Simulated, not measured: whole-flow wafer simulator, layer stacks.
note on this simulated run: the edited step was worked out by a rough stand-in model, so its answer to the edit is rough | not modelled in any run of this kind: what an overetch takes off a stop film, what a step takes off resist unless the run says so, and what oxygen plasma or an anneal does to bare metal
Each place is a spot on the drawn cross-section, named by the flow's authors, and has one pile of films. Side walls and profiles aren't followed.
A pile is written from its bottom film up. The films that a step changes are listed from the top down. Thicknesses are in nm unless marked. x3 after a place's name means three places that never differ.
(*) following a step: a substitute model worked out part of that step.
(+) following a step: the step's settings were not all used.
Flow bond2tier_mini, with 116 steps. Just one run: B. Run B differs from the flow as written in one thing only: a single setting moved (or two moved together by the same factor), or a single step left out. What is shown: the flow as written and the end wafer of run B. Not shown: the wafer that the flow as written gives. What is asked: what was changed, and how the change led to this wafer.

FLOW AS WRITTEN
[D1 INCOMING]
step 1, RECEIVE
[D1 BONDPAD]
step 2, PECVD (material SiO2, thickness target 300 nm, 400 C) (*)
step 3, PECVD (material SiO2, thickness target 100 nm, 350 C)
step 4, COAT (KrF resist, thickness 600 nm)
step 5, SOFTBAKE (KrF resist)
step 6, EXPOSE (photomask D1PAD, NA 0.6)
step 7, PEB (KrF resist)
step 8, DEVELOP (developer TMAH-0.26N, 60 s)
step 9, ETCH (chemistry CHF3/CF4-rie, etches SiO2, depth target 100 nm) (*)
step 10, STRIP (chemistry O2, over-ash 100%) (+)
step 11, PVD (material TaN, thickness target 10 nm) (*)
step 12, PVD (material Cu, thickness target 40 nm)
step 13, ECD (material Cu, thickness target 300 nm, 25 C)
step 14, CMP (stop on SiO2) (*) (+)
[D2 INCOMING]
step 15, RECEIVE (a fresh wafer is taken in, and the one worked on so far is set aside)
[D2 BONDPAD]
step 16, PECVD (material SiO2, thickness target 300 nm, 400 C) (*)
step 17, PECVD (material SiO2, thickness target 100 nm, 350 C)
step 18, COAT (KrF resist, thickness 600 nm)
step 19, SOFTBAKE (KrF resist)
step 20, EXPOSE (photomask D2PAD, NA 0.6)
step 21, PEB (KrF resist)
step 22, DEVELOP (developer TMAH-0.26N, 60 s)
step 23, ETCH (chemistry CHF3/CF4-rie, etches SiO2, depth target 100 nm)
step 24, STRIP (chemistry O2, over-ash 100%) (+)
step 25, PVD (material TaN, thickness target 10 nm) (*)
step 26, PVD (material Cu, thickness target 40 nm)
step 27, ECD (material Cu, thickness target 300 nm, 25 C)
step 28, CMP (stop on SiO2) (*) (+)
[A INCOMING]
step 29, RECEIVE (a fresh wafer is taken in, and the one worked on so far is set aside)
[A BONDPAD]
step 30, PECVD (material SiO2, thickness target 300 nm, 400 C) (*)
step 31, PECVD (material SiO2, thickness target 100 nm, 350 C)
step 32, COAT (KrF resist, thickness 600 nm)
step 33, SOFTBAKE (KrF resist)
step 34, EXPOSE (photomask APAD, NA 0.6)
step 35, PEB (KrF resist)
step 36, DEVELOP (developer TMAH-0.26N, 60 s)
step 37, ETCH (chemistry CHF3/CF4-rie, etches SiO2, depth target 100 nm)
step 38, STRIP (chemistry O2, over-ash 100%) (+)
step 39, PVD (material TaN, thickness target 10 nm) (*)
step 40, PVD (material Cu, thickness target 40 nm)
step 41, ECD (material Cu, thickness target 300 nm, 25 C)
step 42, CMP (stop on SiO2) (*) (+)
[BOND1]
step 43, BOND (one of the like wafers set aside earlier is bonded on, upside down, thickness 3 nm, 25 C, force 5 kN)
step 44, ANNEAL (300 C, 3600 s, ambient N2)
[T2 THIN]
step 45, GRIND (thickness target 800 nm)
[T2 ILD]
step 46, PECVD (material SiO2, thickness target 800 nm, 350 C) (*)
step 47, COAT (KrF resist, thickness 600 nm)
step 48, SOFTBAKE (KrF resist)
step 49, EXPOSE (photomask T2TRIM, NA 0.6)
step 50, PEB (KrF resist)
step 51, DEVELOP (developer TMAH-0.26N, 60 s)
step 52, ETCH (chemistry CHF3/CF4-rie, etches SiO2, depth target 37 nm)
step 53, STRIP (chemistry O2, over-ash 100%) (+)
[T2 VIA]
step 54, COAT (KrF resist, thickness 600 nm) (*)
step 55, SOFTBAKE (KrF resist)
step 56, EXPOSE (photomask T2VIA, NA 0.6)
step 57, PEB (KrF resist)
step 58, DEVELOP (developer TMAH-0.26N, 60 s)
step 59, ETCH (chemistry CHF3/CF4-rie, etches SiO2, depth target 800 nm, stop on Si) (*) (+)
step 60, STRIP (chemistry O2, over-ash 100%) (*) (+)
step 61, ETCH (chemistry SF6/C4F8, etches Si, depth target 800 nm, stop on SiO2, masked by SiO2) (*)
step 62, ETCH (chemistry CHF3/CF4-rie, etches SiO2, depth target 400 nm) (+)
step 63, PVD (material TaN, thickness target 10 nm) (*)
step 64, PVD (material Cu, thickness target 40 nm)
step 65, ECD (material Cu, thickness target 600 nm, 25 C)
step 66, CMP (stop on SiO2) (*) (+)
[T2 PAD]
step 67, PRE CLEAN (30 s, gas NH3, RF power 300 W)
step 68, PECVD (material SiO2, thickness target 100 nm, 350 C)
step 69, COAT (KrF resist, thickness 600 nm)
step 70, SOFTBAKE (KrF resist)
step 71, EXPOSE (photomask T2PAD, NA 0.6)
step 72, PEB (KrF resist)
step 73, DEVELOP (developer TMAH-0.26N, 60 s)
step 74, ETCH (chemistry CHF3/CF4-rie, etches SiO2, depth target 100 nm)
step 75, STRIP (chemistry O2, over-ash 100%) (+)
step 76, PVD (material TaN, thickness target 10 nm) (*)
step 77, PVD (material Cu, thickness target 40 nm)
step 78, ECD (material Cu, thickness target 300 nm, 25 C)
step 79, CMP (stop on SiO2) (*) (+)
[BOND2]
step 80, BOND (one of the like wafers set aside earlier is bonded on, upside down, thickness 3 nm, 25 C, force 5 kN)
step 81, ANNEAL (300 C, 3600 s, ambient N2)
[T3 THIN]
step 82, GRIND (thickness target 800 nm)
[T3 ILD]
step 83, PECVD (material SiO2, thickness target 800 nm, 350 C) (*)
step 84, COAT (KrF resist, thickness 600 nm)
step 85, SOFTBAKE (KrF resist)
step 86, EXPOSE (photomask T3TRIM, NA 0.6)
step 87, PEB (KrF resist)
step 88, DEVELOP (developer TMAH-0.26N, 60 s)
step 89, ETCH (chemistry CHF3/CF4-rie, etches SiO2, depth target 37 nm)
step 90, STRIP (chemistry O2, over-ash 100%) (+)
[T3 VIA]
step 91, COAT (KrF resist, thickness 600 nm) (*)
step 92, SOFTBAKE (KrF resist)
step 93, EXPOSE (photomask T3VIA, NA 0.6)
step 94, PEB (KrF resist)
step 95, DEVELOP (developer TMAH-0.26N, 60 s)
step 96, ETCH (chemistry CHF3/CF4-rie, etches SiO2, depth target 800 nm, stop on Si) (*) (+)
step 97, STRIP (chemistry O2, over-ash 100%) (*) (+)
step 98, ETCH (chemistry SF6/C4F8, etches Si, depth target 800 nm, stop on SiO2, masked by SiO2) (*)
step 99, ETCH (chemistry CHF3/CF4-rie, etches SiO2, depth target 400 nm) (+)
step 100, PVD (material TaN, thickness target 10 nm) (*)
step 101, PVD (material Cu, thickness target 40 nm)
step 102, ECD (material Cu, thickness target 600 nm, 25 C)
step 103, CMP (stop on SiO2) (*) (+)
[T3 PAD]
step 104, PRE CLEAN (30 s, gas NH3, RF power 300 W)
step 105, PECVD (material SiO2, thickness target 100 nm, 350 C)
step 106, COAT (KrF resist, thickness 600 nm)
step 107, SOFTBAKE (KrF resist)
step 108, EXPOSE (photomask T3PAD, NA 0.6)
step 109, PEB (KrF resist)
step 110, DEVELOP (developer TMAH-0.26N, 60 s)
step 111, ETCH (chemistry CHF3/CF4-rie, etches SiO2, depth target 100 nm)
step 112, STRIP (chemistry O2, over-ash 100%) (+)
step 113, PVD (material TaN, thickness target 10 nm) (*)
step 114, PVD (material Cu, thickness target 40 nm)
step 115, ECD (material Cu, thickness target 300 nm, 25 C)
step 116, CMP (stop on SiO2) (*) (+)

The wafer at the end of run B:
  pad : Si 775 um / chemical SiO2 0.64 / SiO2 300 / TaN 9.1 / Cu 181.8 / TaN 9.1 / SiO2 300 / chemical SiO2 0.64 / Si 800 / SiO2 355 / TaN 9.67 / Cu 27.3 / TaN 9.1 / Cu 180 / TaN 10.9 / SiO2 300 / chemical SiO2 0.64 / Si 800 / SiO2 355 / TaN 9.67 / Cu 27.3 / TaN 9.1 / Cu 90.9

The reason: step 25, PVD: thickness target 12 nm was run, though the flow has thickness target 10 nm.

The path from the change to this, step by step:
  step 25, PVD (material TaN, thickness target 10 nm) (*)
      field: TaN gains 12 (new film) (as written it would have been: TaN gains 10 (new film))
      pad: TaN gains 10.9 (new film) (as written it would have been: TaN gains 9.1 (new film))
      (also at 1 further place)
  step 28, CMP (stop on SiO2) (*) (+)
      field: Cu loses 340 (all of it), TaN loses 12 (all of it) (as written it would have been: Cu loses 340 (all of it), TaN loses 10 (all of it))
  step 80, BOND (one of the like wafers set aside earlier is bonded on, upside down, thickness 3 nm, 25 C, force 5 kN)
      pad: Si gains 775 um (new film), chemical SiO2 gains 0.64 (new film), SiO2 gains 300 (new film), TaN gains 10.9 (new film), Cu gains 89.1 (as written it would have been: Si gains 775 um (new film), chemical SiO2 gains 0.64 (new film), SiO2 gains 300 (new film), TaN gains 9.1 (new film), Cu gains 90.9)
